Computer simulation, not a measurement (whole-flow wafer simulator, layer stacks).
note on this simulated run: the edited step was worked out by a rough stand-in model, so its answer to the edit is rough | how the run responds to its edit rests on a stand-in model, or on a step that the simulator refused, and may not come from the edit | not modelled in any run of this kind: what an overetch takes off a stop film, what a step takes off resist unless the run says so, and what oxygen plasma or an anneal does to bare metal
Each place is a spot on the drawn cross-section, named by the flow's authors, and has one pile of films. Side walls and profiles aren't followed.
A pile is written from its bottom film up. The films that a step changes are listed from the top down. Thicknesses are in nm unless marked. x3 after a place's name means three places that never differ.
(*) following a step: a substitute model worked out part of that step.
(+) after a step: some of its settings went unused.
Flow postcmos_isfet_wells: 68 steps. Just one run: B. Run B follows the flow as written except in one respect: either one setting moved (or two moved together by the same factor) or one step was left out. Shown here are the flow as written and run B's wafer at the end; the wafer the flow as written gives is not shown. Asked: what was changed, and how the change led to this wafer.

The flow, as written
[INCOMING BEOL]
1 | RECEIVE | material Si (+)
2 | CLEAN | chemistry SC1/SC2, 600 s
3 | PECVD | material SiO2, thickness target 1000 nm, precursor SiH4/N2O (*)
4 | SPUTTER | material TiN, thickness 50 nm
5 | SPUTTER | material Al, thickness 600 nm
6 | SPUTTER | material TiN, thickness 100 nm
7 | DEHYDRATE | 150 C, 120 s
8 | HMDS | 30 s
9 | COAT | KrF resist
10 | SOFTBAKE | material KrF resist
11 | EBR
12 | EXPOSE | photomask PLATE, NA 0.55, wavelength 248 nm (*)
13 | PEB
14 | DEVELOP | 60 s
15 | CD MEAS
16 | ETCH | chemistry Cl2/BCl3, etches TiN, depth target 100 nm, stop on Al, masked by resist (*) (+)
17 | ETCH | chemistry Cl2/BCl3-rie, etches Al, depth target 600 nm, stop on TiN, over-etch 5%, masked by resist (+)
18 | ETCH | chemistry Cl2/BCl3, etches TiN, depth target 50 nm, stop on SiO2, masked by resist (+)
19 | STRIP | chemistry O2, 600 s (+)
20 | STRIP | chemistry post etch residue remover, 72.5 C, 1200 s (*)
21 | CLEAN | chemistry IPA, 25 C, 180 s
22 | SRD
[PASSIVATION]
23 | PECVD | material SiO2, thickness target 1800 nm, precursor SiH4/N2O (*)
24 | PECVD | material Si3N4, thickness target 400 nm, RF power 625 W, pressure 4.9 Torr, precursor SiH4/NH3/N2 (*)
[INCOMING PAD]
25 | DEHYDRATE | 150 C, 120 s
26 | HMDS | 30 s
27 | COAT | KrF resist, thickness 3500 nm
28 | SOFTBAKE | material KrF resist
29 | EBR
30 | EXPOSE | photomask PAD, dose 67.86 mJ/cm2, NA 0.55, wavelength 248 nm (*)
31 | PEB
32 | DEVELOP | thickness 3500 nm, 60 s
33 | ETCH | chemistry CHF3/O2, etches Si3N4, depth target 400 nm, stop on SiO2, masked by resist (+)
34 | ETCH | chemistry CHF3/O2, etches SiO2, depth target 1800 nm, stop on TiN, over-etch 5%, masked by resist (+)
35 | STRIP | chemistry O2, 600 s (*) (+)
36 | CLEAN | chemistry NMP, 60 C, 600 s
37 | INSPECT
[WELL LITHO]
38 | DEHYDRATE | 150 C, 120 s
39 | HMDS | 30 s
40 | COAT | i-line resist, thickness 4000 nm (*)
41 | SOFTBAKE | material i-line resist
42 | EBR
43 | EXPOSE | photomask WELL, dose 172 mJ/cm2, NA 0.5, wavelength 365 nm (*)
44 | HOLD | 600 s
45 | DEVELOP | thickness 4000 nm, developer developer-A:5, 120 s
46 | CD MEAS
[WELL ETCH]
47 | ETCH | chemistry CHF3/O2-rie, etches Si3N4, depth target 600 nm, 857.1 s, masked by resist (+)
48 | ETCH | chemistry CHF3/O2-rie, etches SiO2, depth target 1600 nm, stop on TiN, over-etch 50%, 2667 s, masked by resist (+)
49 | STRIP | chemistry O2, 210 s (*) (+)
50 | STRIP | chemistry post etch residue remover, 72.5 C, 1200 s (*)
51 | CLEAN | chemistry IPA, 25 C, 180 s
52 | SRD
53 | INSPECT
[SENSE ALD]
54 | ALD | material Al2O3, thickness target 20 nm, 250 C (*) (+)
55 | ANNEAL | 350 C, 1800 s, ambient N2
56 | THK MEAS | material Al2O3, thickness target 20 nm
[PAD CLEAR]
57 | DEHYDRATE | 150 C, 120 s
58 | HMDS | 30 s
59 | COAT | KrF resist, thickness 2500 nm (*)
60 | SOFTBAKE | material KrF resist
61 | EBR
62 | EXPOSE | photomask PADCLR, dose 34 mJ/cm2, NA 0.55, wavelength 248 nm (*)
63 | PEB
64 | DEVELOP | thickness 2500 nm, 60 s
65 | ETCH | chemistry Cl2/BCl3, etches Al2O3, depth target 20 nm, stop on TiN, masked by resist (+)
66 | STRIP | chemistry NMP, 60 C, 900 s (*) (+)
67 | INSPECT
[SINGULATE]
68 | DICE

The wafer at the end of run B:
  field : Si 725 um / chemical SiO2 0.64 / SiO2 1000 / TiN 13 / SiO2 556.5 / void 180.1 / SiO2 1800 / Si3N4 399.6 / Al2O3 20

The reason: step 16, ETCH: depth target 80 nm was run, though the flow has depth target 100 nm.

Step by step, how the change led to this:
  16 | ETCH | chemistry Cl2/BCl3, etches TiN, depth target 100 nm, stop on Al, masked by resist (*) (+)
      field: TiN loses 80 (in the flow as written it would be: TiN loses 100 (all of it))
      margin, well900, well1300 x3, pad_rim, pad_clr, pad_open: KrF resist loses 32 (in the flow as written it would be: KrF resist loses 40)
  17 | ETCH | chemistry Cl2/BCl3-rie, etches Al, depth target 600 nm, stop on TiN, over-etch 5%, masked by resist (+)
      field: TiN loses 20 (all of it), Al loses 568 (in the flow as written it would be: Al loses 600 (all of it))
  18 | ETCH | chemistry Cl2/BCl3, etches TiN, depth target 50 nm, stop on SiO2, masked by resist (+)
      field: Al loses 32 (all of it), TiN loses 36.6 (in the flow as written it would be: TiN loses 50 (all of it))
  23 | PECVD | material SiO2, thickness target 1800 nm, precursor SiH4/N2O (*)
      field: SiO2 gains 1800 (new film), void gains 180.1 (new film), SiO2 gains 556.5 (new film) (in the flow as written it would be: SiO2 gains 1800 (new film), void gains 189.9 (new film), SiO2 gains 559.7)
Taking metal films that touch as one body, field has 1 body; the flow as written gives 0 bodies.
